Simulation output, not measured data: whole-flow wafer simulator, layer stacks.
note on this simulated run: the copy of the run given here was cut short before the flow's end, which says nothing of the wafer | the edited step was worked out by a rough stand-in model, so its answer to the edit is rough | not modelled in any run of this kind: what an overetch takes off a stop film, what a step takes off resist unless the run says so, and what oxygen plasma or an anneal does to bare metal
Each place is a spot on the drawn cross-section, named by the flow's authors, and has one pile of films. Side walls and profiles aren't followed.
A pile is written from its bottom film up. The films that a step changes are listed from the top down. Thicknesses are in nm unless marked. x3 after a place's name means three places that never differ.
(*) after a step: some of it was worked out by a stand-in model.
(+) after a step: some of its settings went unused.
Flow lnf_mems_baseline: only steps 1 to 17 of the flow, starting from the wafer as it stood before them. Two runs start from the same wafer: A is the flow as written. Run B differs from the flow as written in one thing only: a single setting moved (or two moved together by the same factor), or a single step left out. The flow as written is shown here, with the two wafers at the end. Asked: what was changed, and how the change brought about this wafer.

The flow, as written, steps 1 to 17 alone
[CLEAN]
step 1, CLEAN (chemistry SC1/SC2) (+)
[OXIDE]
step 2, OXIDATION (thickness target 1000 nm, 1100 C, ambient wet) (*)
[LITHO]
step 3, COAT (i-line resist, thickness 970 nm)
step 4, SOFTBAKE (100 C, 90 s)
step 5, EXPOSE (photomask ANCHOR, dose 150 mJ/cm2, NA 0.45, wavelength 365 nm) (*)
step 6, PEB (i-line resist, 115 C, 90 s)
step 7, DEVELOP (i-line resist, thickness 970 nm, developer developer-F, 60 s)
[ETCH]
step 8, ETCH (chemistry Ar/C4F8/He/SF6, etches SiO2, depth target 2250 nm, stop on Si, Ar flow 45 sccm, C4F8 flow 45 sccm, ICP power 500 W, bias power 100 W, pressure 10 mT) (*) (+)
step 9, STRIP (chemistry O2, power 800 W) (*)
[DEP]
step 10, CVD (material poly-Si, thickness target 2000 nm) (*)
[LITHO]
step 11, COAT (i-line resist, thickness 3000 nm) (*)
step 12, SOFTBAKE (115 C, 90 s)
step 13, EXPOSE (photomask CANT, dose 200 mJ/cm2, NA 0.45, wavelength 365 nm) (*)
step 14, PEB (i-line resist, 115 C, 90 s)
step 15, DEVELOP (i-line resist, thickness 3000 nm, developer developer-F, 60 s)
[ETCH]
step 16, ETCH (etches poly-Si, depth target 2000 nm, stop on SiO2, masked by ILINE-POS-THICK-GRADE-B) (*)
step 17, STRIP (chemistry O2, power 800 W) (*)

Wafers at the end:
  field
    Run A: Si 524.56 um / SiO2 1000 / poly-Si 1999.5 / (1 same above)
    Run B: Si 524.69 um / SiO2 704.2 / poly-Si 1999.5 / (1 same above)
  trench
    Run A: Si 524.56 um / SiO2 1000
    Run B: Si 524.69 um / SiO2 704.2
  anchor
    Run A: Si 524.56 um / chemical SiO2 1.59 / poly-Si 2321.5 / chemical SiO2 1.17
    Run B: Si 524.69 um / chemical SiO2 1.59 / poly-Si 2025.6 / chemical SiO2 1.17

The reason: step 2, OXIDATION: 1018 C was run, whereas the flow has 1100 C.

Step by step, how the change led to this:
  step 2, OXIDATION (thickness target 1000 nm, 1100 C, ambient wet) (*)
      field, anchor, beam, trench, char_slit: A +1000 SiO2 (new film), -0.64 chemical SiO2 (all of it), -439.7 Si | B +704.2 SiO2 (new film), -0.64 chemical SiO2 (all of it), -309.6 Si
  step 8, ETCH (chemistry Ar/C4F8/He/SF6, etches SiO2, depth target 2250 nm, stop on Si, Ar flow 45 sccm, C4F8 flow 45 sccm, ICP power 500 W, bias power 100 W, pressure 10 mT) (*) (+)
      field, beam, trench, char_slit: A -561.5 i-line resist | B -413.6 i-line resist
      anchor: A -1000 SiO2 (all of it) | B -704.2 SiO2 (all of it)
  step 9, STRIP (chemistry O2, power 800 W) (*)
      field, beam, trench, char_slit: A -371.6 i-line resist (all of it) | B -519.5 i-line resist (all of it)
  step 10, CVD (material poly-Si, thickness target 2000 nm) (*)
      anchor: A +2322 poly-Si (new film) | B +2026.2 poly-Si (new film)
